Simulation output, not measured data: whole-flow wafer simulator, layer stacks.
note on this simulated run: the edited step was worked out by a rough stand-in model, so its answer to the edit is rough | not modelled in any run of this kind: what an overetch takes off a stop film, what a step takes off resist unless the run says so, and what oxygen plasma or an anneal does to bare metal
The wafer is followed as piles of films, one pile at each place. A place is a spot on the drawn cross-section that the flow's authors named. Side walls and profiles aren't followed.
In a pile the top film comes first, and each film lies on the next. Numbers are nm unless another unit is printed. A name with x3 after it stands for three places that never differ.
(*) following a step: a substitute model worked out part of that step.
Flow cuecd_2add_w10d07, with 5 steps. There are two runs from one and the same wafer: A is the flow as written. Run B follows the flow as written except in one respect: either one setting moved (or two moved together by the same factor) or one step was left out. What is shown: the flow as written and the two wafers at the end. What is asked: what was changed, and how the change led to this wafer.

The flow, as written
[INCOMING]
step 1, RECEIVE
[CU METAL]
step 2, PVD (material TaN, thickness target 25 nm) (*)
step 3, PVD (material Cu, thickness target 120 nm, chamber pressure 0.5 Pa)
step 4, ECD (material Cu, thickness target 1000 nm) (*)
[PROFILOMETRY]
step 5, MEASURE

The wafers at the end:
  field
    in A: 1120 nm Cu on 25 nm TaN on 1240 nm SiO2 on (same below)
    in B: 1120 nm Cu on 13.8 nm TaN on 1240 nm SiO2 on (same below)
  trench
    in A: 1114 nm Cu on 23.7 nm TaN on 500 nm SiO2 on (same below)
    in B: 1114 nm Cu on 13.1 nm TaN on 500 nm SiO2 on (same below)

Cause: step 2, PVD: thickness target 13.8 nm was run, whereas the flow has thickness target 25 nm.
The wafer lets one read it off: field has TaN 13.8, and step 2 as written asks for 25 nm.

How this came from the change, step by step:
  step 2, PVD (material TaN, thickness target 25 nm) (*)
      field: A +25 TaN (new film) | B +13.8 TaN (new film)
      trench: A +23.7 TaN (new film) | B +13.1 TaN (new film)
